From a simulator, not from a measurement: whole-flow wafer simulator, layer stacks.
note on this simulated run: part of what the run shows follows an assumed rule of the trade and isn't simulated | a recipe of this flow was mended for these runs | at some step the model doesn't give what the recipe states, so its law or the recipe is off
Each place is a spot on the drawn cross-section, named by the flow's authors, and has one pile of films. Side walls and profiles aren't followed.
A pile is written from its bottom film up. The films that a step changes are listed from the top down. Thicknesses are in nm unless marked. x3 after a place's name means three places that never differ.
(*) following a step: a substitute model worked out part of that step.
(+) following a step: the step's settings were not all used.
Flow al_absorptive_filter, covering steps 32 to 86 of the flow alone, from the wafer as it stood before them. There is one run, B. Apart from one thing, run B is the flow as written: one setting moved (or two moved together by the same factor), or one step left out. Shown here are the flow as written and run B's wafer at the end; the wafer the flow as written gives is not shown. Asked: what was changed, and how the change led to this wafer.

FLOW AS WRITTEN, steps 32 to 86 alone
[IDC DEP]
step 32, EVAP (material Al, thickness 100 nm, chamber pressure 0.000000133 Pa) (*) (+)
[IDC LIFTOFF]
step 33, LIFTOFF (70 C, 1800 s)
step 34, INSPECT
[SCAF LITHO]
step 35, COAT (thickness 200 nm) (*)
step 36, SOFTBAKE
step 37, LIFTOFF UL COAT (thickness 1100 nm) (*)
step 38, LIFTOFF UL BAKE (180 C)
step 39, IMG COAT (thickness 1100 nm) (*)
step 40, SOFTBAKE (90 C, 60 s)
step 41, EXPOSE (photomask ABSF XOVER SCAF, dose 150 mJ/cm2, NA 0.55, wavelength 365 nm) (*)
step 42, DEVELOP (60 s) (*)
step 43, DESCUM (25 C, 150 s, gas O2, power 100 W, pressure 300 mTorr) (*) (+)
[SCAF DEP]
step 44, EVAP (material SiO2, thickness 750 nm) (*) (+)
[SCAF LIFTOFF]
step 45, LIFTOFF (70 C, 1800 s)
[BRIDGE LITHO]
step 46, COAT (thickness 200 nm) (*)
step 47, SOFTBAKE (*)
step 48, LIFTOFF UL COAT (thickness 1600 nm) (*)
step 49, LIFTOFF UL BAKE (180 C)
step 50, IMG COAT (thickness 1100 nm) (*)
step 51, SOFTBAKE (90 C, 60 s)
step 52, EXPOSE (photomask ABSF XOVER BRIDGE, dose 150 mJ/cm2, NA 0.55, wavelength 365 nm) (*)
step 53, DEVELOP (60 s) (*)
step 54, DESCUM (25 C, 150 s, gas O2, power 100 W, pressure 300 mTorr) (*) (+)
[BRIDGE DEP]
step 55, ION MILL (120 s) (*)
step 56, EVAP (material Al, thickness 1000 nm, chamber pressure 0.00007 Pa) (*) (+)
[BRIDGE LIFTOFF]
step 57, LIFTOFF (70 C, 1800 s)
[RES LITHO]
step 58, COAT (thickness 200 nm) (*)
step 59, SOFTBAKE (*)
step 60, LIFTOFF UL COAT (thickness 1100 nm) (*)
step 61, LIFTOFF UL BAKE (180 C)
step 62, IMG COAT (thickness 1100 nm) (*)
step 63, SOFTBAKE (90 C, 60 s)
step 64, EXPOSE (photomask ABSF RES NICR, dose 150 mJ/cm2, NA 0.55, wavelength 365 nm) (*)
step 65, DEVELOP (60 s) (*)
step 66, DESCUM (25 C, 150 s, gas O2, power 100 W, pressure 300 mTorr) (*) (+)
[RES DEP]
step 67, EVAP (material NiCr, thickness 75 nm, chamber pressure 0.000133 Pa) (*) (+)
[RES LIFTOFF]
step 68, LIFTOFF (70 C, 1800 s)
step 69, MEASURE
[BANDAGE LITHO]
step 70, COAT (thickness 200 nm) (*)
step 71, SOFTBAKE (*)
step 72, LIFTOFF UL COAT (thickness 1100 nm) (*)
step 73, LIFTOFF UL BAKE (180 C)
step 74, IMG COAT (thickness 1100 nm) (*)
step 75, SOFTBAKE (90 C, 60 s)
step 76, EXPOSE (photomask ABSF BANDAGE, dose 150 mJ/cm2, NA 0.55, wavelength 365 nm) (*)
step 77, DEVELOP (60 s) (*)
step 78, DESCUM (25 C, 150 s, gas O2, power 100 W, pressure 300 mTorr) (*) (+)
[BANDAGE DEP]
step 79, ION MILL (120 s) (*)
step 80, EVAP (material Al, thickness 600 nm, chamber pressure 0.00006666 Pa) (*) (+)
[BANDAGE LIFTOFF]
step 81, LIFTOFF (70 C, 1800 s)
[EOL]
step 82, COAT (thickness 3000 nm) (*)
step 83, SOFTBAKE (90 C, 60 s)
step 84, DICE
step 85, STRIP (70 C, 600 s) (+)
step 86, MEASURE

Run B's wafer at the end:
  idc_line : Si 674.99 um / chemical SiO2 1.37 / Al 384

The reason: step 32, EVAP: thickness 125.1 nm was run, while the flow as written has thickness 100 nm.

How this came from the change, step by step:
  step 32, EVAP (material Al, thickness 100 nm, chamber pressure 0.000000133 Pa) (*) (+)
      gnd, pad_far, pad_near and 10 more: +125.1 Al (new film) (in the flow as written it would be: +100 Al (new film))
      idc_line: +384 Al (new film) (in the flow as written it would be: +100 Al (new film))
  step 33, LIFTOFF (70 C, 1800 s)
      gnd, xa_field, xa_margin, xa_strip, xl_land, idc_field, idc_space: -125.1 Al (all of it), -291 e-beam-resist (all of it) (in the flow as written it would be: -100 Al (all of it), -291 e-beam-resist (all of it))
      pad_far: -125.1 Al (all of it), -287 e-beam-resist (all of it) (in the flow as written it would be: -100 Al (all of it), -287 e-beam-resist (all of it))
      (as well as at 5 more places)
  step 35, COAT (thickness 200 nm) (*)
      idc_line: +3 acrylic-e-beam-resist (new film) (in the flow as written it would be: +125.3 acrylic-e-beam-resist (new film))
      idc_space: +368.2 acrylic-e-beam-resist (new film) (in the flow as written it would be: +228.2 acrylic-e-beam-resist (new film))
  step 37, LIFTOFF UL COAT (thickness 1100 nm) (*)
      idc_line: +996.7 lift-off-underlayer (new film) (in the flow as written it would be: +1090 lift-off-underlayer (new film))
      idc_space: +1016.7 lift-off-underlayer (new film) (in the flow as written it would be: +1087.8 lift-off-underlayer (new film))
  step 45, LIFTOFF (70 C, 1800 s)
      idc_line: -750 SiO2 (all of it), -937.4 i-line-resist (all of it), -996.7 lift-off-underlayer (all of it), -3 acrylic-e-beam-resist (all of it) (in the flow as written it would be: -750 SiO2 (all of it), -939.2 i-line-resist (all of it), -1090 lift-off-underlayer (all of it), -125.3 acrylic-e-beam-resist (all of it))
      idc_space: -750 SiO2 (all of it), -937 i-line-resist (all of it), -1016.7 lift-off-underlayer (all of it), -368.2 acrylic-e-beam-resist (all of it) (in the flow as written it would be: -750 SiO2 (all of it), -939.1 i-line-resist (all of it), -1087.8 lift-off-underlayer (all of it), -228.2 acrylic-e-beam-resist (all of it))
  step 46, COAT (thickness 200 nm) (*)
      idc_line: +3 acrylic-e-beam-resist (new film) (in the flow as written it would be: +129.8 acrylic-e-beam-resist (new film))
      idc_space: +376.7 acrylic-e-beam-resist (new film) (in the flow as written it would be: +229.8 acrylic-e-beam-resist (new film))
  step 48, LIFTOFF UL COAT (thickness 1600 nm) (*)
      idc_line: +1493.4 lift-off-underlayer (new film) (in the flow as written it would be: +1586.1 lift-off-underlayer (new film))
      idc_space: +1504.4 lift-off-underlayer (new film) (in the flow as written it would be: +1586.9 lift-off-underlayer (new film))
  step 57, LIFTOFF (70 C, 1800 s)
      idc_line: -1000 Al (all of it), -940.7 i-line-resist (all of it), -1493.4 lift-off-underlayer (all of it), -3 acrylic-e-beam-resist (all of it) (in the flow as written it would be: -1000 Al (all of it), -941.5 i-line-resist (all of it), -1586.1 lift-off-underlayer (all of it), -129.8 acrylic-e-beam-resist (all of it))
      idc_space: -1000 Al (all of it), -940.7 i-line-resist (all of it), -1504.4 lift-off-underlayer (all of it), -376.7 acrylic-e-beam-resist (all of it) (in the flow as written it would be: -1000 Al (all of it), -941.5 i-line-resist (all of it), -1586.9 lift-off-underlayer (all of it), -229.8 acrylic-e-beam-resist (all of it))
  step 58, COAT (thickness 200 nm) (*)
      idc_line: +3 acrylic-e-beam-resist (new film) (in the flow as written it would be: +129.8 acrylic-e-beam-resist (new film))
      idc_space: +376.7 acrylic-e-beam-resist (new film) (in the flow as written it would be: +229.8 acrylic-e-beam-resist (new film))
  step 60, LIFTOFF UL COAT (thickness 1100 nm) (*)
      idc_line: +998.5 lift-off-underlayer (new film) (in the flow as written it would be: +1086.6 lift-off-underlayer (new film))
      idc_space: +1009.5 lift-off-underlayer (new film) (in the flow as written it would be: +1087.4 lift-off-underlayer (new film))
  step 68, LIFTOFF (70 C, 1800 s)
      idc_line: -75 NiCr (all of it), -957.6 i-line-resist (all of it), -998.5 lift-off-underlayer (all of it), -3 acrylic-e-beam-resist (all of it) (in the flow as written it would be: -75 NiCr (all of it), -959.8 i-line-resist (all of it), -1086.6 lift-off-underlayer (all of it), -129.8 acrylic-e-beam-resist (all of it))
      idc_space: -75 NiCr (all of it), -957.7 i-line-resist (all of it), -1009.5 lift-off-underlayer (all of it), -376.7 acrylic-e-beam-resist (all of it) (in the flow as written it would be: -75 NiCr (all of it), -959.8 i-line-resist (all of it), -1087.4 lift-off-underlayer (all of it), -229.8 acrylic-e-beam-resist (all of it))
  step 70, COAT (thickness 200 nm) (*)
      idc_line: +3 acrylic-e-beam-resist (new film) (in the flow as written it would be: +129.8 acrylic-e-beam-resist (new film))
      idc_space: +376.7 acrylic-e-beam-resist (new film) (in the flow as written it would be: +229.8 acrylic-e-beam-resist (new film))
  step 72, LIFTOFF UL COAT (thickness 1100 nm) (*)
      idc_line: +998.5 lift-off-underlayer (new film) (in the flow as written it would be: +1086.6 lift-off-underlayer (new film))
      idc_space: +1009.5 lift-off-underlayer (new film) (in the flow as written it would be: +1087.4 lift-off-underlayer (new film))
  step 81, LIFTOFF (70 C, 1800 s)
      idc_line: -600 Al (all of it), -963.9 i-line-resist (all of it), -998.5 lift-off-underlayer (all of it), -3 acrylic-e-beam-resist (all of it) (in the flow as written it would be: -600 Al (all of it), -966.1 i-line-resist (all of it), -1086.6 lift-off-underlayer (all of it), -129.8 acrylic-e-beam-resist (all of it))
      idc_space: -600 Al (all of it), -964 i-line-resist (all of it), -1009.5 lift-off-underlayer (all of it), -376.7 acrylic-e-beam-resist (all of it) (in the flow as written it would be: -600 Al (all of it), -966.1 i-line-resist (all of it), -1087.4 lift-off-underlayer (all of it), -229.8 acrylic-e-beam-resist (all of it))
  step 82, COAT (thickness 3000 nm) (*)
      idc_line: +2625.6 i-line-resist (new film) (in the flow as written it would be: +2901.8 i-line-resist (new film))
  step 83, SOFTBAKE (90 C, 60 s)
      idc_line: -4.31 i-line-resist (in the flow as written it would be: -0.95 i-line-resist)
      idc_space: -4.3 i-line-resist (in the flow as written it would be: -0.95 i-line-resist)
  step 85, STRIP (70 C, 600 s) (+)
      idc_line: -2621.3 i-line-resist (all of it) (in the flow as written it would be: -2900.9 i-line-resist (all of it))
